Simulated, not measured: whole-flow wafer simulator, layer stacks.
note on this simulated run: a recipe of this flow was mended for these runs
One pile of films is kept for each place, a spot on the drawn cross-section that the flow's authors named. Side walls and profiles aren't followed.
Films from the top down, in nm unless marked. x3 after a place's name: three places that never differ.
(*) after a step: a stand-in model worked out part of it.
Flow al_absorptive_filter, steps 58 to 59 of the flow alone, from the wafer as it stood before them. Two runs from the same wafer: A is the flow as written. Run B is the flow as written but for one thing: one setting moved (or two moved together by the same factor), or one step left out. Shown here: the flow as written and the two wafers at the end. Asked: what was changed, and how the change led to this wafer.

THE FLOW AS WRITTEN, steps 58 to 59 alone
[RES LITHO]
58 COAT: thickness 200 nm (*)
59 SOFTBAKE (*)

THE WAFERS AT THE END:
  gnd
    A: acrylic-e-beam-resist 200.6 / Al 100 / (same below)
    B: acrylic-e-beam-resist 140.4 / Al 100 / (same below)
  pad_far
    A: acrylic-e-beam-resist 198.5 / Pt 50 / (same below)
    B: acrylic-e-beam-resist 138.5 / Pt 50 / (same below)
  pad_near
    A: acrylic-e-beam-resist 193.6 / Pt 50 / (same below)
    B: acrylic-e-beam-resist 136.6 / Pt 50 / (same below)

The cause: step 58, COAT: thickness 140 nm was run, where the flow has thickness 200 nm.

How the change led to this, step by step:
  58 COAT: thickness 200 nm (*)
      xa_field, xl_land, idc_field: A acrylic-e-beam-resist +200 (new film) | B acrylic-e-beam-resist +140 (new film)
      gnd: A acrylic-e-beam-resist +200.6 (new film) | B acrylic-e-beam-resist +140.4 (new film)
      (and at 10 more places)
